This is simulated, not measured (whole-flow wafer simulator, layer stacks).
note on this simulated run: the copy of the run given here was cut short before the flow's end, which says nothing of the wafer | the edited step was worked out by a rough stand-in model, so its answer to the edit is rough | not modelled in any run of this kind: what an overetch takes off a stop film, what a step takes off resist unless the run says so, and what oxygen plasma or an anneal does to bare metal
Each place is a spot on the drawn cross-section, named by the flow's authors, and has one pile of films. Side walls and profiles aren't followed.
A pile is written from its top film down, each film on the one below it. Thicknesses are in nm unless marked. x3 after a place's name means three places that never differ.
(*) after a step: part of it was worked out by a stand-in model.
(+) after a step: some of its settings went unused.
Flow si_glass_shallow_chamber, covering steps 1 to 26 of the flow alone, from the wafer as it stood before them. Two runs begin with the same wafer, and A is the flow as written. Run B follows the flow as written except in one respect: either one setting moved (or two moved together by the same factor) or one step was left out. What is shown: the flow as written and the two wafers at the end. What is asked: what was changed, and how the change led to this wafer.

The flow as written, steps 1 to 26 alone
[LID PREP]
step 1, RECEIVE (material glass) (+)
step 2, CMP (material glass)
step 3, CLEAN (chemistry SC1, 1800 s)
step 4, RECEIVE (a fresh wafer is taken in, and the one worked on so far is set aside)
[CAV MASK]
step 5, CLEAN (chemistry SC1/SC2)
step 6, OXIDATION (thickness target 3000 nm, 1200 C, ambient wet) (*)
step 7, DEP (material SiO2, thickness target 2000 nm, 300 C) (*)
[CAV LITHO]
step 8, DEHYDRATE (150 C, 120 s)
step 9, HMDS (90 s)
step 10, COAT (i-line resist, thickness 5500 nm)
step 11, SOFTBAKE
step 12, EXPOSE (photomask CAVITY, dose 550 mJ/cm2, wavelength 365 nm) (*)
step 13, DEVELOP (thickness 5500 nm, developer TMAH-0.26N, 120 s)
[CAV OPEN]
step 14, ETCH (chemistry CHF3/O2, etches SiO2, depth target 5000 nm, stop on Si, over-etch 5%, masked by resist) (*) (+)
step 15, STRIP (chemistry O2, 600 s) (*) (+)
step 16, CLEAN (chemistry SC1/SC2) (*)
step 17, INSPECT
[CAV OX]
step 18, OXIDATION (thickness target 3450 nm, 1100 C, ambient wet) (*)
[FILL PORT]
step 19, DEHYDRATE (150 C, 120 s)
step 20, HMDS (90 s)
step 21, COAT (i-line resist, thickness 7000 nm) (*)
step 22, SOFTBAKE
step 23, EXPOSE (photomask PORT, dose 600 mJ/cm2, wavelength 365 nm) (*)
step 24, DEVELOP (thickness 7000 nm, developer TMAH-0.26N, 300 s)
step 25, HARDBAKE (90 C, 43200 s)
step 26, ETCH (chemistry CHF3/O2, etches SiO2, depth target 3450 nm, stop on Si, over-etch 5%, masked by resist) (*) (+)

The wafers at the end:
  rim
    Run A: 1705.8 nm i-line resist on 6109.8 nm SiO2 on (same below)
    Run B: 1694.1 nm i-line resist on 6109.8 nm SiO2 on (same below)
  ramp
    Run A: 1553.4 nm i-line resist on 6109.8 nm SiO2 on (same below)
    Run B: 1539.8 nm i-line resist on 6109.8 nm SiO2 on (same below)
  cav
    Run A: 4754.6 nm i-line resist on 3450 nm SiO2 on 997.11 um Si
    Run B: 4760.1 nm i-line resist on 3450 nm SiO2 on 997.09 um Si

What caused this: step 14, ETCH: over-etch 7.38% was run, whereas the flow has over-etch 5%.

The path from the change to this, step by step:
  step 14, ETCH (chemistry CHF3/O2, etches SiO2, depth target 5000 nm, stop on Si, over-etch 5%, masked by resist) (*) (+)
      rim, ramp, septum, ring: A -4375 i-line resist | B -4474.2 i-line resist
      cav, port: A -5000 SiO2 (all of it), -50 Si | B -5000 SiO2 (all of it), -73.8 Si
  step 15, STRIP (chemistry O2, 600 s) (*) (+)
      rim, ramp, septum, ring: A -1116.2 i-line resist (all of it) | B -1017 i-line resist (all of it)
